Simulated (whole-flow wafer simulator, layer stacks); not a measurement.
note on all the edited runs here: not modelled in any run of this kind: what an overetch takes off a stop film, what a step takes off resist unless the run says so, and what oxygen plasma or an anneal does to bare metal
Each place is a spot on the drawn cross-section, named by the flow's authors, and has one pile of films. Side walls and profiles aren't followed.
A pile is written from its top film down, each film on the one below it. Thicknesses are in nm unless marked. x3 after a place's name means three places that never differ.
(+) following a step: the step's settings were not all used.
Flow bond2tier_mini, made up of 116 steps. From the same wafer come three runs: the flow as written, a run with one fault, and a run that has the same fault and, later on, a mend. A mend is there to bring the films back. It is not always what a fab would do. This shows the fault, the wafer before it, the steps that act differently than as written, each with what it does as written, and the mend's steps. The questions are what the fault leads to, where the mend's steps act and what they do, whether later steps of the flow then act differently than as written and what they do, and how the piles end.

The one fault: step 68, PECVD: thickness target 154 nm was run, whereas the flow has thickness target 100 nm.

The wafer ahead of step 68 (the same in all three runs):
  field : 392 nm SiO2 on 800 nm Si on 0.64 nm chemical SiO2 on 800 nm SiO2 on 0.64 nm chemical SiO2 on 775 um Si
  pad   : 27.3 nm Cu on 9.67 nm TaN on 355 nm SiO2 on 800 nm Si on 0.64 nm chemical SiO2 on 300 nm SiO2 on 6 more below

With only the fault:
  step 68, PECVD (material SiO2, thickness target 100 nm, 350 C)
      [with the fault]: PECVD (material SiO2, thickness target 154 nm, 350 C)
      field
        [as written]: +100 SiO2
        [with the fault]: +154 SiO2
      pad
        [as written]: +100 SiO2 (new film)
        [with the fault]: +154 SiO2 (new film)
  Later steps of the flow acting differently than as written:
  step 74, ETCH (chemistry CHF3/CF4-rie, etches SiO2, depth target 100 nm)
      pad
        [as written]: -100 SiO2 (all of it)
        [with the fault]: -100 SiO2
  By the end, the piles at field, pad depart from the flow's by more than 2% or 0.5 nm, whichever is larger.
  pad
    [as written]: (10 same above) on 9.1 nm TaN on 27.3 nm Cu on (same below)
    [with the fault]: (10 same above) on 9.1 nm TaN on 54 nm SiO2 on 27.3 nm Cu on (same below)
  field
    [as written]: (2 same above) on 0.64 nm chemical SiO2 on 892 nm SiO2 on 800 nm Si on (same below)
    [with the fault]: (2 same above) on 0.64 nm chemical SiO2 on 946 nm SiO2 on 800 nm Si on (same below)

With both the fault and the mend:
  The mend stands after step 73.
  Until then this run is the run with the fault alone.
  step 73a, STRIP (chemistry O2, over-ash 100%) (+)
      field
        -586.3 KrF resist (all of it)
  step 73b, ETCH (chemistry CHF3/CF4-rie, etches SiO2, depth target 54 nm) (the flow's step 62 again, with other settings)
      field, pad
        -54 SiO2
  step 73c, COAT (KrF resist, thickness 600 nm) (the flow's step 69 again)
      field, pad
        +600 KrF resist (new film)
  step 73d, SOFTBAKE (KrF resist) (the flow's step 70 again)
      leaves every film unchanged at each place that is followed
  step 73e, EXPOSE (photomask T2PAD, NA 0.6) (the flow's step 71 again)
      leaves every film unchanged at each place that is followed
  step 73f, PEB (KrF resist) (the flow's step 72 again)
      leaves every film unchanged at each place that is followed
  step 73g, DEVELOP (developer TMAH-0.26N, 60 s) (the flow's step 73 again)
      field
        -13.7 KrF resist
      pad
        -600 KrF resist (all of it)
  None of the later steps of the flow acts differently than as written at any place that is followed.
  The piles end the same as the flow's at every place that both follow.
